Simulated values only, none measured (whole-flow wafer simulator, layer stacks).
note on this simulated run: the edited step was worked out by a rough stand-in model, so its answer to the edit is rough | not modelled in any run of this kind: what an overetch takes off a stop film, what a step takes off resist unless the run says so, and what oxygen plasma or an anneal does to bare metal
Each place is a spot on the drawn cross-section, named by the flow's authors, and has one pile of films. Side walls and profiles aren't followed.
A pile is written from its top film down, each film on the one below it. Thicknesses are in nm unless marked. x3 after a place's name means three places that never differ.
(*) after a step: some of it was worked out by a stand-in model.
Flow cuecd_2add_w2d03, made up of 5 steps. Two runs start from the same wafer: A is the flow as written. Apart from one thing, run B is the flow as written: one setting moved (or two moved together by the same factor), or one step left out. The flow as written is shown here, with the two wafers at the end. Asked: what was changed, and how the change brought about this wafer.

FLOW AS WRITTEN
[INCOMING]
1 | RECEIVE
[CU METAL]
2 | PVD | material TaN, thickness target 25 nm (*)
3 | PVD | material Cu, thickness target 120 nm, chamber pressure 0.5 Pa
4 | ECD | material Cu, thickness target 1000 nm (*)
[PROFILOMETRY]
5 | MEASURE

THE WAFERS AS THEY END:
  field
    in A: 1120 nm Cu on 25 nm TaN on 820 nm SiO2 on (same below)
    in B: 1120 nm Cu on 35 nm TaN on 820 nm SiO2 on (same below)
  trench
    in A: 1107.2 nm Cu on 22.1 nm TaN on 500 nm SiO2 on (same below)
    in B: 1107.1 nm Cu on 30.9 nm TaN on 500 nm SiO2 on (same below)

Cause: step 2, PVD: thickness target 35 nm was run, though the flow has thickness target 25 nm.
One can read it off the wafer: field has TaN 35, and step 2 as written asks for 25 nm.

How this came from the change, step by step:
  2 | PVD | material TaN, thickness target 25 nm (*)
      field: A TaN gains 25 (new film) | B TaN gains 35 (new film)
      trench: A TaN gains 22.1 (new film) | B TaN gains 30.9 (new film)
